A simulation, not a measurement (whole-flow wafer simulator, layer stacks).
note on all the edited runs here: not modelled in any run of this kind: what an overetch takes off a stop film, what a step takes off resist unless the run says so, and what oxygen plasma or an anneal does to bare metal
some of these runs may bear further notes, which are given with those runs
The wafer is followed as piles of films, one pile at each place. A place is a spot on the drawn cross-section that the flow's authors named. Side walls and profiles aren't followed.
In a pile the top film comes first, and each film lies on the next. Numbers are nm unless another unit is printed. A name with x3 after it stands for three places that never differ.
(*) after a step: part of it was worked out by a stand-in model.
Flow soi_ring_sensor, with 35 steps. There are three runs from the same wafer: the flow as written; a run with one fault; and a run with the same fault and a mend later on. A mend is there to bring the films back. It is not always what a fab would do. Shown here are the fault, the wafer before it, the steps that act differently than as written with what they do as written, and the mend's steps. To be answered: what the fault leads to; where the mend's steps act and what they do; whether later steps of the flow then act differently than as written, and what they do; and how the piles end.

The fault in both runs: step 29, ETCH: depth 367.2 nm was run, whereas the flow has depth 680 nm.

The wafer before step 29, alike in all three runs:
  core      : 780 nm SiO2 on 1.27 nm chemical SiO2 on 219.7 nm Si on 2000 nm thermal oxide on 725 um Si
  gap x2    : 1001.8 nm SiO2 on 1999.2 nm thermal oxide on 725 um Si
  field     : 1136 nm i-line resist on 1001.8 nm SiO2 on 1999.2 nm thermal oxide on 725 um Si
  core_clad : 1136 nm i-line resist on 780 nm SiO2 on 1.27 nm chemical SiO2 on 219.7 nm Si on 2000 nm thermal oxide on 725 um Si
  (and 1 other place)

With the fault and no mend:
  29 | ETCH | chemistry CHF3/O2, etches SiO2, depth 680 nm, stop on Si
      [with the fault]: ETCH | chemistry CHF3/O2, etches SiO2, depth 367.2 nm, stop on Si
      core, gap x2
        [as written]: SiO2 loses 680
        [with the fault]: SiO2 loses 367.2
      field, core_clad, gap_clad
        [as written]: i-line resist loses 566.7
        [with the fault]: i-line resist loses 306
  Later steps of the flow acting differently than as written:
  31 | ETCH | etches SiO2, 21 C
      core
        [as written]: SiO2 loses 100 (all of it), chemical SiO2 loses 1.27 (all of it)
        [with the fault]: SiO2 loses 412.8 (all of it), chemical SiO2 loses 1.27 (all of it)
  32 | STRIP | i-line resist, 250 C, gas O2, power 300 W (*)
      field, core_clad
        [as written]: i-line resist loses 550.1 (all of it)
        [with the fault]: i-line resist loses 810.7 (all of it)
  When the end is reached, the piles differ only a little from the flow's at the places that both follow, at most by 2% or 0.5 nm, whichever is larger.

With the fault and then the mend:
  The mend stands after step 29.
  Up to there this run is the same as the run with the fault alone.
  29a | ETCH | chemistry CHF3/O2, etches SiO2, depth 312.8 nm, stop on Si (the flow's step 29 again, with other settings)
      core, gap x2
        SiO2 loses 312.8
      field, core_clad, gap_clad
        i-line resist loses 260.7
  None of the later steps of the flow acts differently than as written at any place that is followed.
  By the end, the piles equal the flow's at every place that both follow.
